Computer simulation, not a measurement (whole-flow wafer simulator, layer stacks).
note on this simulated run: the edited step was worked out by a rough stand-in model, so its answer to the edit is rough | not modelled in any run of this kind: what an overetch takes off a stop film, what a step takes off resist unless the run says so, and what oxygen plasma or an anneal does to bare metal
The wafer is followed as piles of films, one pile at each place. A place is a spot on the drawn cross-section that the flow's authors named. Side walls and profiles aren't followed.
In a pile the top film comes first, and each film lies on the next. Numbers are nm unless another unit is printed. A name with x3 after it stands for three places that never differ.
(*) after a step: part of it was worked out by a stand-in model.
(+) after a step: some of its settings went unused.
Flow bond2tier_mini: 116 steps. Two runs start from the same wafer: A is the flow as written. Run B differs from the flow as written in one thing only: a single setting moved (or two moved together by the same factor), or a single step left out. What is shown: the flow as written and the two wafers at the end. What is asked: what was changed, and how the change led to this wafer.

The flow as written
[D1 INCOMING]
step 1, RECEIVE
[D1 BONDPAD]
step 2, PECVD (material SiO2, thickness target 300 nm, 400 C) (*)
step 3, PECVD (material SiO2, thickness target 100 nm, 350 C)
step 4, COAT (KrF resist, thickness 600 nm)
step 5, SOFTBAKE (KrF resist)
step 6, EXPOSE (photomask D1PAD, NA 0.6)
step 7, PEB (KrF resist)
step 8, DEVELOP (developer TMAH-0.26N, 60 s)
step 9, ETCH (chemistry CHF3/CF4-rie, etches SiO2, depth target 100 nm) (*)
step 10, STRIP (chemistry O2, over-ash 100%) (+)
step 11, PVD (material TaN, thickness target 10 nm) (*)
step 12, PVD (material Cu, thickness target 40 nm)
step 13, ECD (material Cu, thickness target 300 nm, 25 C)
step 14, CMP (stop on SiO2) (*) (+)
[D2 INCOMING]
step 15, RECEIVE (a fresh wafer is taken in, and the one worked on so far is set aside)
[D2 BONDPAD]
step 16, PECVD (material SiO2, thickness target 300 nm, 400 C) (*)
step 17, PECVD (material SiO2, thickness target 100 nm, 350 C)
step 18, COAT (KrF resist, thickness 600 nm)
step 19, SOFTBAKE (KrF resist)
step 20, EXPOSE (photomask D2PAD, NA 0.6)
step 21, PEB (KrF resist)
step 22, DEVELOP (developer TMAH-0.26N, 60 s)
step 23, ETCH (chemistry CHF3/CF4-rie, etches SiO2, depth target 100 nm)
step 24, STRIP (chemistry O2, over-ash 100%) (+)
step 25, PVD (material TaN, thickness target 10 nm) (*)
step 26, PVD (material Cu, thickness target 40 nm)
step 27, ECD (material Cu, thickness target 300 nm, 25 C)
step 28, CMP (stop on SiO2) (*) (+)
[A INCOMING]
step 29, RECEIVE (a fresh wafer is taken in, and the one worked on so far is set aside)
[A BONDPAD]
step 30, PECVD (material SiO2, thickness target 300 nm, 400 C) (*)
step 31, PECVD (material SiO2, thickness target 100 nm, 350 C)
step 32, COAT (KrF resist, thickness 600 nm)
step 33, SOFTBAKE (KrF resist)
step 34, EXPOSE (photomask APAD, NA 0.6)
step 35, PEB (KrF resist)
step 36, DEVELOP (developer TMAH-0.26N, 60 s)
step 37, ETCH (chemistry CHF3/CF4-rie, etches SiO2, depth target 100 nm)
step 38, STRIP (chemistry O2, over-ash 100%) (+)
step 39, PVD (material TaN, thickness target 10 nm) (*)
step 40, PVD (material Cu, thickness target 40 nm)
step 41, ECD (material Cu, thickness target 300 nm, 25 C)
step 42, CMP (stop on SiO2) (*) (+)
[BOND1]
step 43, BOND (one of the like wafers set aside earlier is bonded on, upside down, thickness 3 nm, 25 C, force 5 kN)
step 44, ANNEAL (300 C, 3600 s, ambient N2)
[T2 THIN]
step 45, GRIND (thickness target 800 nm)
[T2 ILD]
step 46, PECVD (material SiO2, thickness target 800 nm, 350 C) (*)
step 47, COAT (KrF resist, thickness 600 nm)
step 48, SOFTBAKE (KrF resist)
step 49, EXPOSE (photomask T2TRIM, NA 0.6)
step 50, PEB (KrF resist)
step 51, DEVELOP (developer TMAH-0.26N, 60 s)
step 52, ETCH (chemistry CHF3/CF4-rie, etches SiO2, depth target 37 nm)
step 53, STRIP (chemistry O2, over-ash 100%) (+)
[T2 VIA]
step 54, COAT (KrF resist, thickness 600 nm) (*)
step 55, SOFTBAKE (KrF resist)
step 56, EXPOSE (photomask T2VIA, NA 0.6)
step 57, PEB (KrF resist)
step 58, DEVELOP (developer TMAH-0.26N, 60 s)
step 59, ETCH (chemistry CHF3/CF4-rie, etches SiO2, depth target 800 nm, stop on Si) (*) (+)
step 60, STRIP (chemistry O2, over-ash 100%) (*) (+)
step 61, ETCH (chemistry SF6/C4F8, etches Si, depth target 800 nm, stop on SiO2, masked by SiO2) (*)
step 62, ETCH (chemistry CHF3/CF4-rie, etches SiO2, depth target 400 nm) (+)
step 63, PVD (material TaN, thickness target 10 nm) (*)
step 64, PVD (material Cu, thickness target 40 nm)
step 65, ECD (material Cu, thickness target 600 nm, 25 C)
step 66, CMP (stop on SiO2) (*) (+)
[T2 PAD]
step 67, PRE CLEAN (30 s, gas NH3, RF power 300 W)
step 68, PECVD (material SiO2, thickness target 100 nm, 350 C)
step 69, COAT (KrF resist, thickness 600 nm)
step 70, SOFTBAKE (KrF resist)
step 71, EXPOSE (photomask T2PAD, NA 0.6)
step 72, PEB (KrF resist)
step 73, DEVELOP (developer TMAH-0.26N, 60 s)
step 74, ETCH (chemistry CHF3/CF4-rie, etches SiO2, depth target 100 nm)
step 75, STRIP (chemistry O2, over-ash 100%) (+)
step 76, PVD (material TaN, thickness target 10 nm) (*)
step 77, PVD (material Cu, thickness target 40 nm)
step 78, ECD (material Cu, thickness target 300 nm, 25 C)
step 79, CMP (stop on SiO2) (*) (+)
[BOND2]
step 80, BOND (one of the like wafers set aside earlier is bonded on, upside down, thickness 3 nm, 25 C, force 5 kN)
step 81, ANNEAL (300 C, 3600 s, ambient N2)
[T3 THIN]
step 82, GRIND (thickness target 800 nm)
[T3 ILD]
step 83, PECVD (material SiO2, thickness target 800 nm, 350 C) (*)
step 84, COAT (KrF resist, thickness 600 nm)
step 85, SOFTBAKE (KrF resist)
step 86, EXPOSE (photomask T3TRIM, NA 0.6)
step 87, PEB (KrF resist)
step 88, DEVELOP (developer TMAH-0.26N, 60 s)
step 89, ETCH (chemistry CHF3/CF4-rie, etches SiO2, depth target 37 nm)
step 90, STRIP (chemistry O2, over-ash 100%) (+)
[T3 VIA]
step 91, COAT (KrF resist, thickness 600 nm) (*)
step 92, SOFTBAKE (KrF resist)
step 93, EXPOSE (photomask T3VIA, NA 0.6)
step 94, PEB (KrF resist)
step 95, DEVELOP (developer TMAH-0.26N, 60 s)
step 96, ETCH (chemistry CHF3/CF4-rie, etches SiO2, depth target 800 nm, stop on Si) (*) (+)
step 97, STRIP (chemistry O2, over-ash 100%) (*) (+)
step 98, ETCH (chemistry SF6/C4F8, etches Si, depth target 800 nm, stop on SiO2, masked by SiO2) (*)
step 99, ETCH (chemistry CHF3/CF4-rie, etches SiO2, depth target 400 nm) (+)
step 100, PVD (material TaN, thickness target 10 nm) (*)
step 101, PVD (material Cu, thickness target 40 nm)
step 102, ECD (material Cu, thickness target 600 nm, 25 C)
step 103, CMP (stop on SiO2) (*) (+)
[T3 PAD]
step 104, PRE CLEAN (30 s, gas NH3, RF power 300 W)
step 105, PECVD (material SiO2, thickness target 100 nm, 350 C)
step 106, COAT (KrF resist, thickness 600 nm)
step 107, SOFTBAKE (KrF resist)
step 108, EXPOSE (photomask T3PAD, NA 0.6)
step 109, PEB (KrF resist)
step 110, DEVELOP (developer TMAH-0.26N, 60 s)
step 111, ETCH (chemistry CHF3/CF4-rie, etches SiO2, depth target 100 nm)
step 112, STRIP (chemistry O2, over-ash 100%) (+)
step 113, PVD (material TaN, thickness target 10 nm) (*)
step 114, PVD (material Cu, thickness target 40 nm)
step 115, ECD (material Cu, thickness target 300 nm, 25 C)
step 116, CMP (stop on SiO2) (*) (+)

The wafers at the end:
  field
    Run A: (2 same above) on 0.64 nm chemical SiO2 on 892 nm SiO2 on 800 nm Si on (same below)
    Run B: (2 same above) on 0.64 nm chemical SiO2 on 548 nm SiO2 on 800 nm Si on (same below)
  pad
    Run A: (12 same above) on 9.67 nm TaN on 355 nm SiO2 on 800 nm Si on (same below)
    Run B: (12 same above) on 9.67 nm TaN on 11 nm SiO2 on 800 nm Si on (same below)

Cause: step 46, PECVD: thickness target 456 nm was run, though the flow has thickness target 800 nm.

How this came from the change, step by step:
  step 46, PECVD (material SiO2, thickness target 800 nm, 350 C) (*)
      field, pad, via: A +800 SiO2 (new film) | B +456 SiO2 (new film)
  step 59, ETCH (chemistry CHF3/CF4-rie, etches SiO2, depth target 800 nm, stop on Si) (*) (+)
      field, pad: A -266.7 KrF resist | B -209.5 KrF resist
      via: A -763 SiO2 (all of it) | B -419 SiO2 (all of it)
  step 60, STRIP (chemistry O2, over-ash 100%) (*) (+)
      field: A -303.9 KrF resist (all of it) | B -361.1 KrF resist (all of it)
      pad: A -336 KrF resist (all of it) | B -393.1 KrF resist (all of it)
